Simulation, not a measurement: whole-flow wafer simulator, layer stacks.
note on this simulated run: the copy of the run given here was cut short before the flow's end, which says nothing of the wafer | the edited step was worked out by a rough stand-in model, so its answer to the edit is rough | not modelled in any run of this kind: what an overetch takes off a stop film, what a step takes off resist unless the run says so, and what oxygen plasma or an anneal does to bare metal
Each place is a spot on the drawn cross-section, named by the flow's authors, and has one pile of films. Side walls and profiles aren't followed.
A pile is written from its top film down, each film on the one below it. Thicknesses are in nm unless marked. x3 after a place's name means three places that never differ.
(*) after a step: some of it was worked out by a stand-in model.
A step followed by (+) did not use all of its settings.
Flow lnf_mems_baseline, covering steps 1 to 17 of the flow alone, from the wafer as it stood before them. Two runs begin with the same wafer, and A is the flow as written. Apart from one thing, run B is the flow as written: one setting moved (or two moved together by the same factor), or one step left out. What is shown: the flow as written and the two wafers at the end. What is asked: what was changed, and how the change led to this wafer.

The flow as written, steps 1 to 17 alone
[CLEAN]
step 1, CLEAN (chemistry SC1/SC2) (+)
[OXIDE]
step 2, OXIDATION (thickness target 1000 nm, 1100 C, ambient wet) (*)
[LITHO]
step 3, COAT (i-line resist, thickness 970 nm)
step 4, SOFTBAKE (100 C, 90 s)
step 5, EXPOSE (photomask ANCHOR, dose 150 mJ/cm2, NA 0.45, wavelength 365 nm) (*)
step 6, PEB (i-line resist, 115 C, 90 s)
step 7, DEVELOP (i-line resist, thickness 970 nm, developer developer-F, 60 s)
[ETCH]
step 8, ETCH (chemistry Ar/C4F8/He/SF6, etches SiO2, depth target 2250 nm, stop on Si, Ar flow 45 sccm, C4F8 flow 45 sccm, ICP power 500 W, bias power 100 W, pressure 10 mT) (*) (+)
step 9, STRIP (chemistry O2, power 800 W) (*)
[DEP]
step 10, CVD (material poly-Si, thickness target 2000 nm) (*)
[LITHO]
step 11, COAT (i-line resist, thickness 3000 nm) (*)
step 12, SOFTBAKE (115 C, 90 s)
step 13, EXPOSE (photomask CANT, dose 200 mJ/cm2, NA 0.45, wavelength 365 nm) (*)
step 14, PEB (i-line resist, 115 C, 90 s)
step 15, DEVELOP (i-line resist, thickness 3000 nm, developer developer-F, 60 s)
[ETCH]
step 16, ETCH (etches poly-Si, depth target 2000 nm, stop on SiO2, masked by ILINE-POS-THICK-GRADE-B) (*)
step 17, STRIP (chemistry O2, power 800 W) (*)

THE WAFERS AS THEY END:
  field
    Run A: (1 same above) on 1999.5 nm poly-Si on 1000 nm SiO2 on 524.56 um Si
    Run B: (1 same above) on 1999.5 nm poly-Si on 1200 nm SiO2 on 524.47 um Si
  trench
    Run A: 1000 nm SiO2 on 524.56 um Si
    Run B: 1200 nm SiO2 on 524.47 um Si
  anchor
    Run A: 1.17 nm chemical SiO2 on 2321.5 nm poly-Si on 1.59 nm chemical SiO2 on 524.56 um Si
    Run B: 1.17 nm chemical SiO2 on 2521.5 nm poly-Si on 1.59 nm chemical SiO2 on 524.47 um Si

Cause: step 2, OXIDATION: thickness target 1200 nm was run, while the flow as written has thickness target 1000 nm.
The wafer lets one read it off: field has SiO2 1200, and step 2 as written asks for 1000 nm.

The path from the change to this, step by step:
  step 2, OXIDATION (thickness target 1000 nm, 1100 C, ambient wet) (*)
      field, anchor, beam, trench, char_slit: A +1000 SiO2 (new film), -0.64 chemical SiO2 (all of it), -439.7 Si | B +1200 SiO2 (new film), -0.64 chemical SiO2 (all of it), -527.7 Si
  step 8, ETCH (chemistry Ar/C4F8/He/SF6, etches SiO2, depth target 2250 nm, stop on Si, Ar flow 45 sccm, C4F8 flow 45 sccm, ICP power 500 W, bias power 100 W, pressure 10 mT) (*) (+)
      field, beam, trench, char_slit: A -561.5 i-line resist | B -661.5 i-line resist
      anchor: A -1000 SiO2 (all of it) | B -1200 SiO2 (all of it)
  step 9, STRIP (chemistry O2, power 800 W) (*)
      field, beam, trench, char_slit: A -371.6 i-line resist (all of it) | B -271.6 i-line resist (all of it)
  step 10, CVD (material poly-Si, thickness target 2000 nm) (*)
      anchor: A +2322 poly-Si (new film) | B +2522 poly-Si (new film)
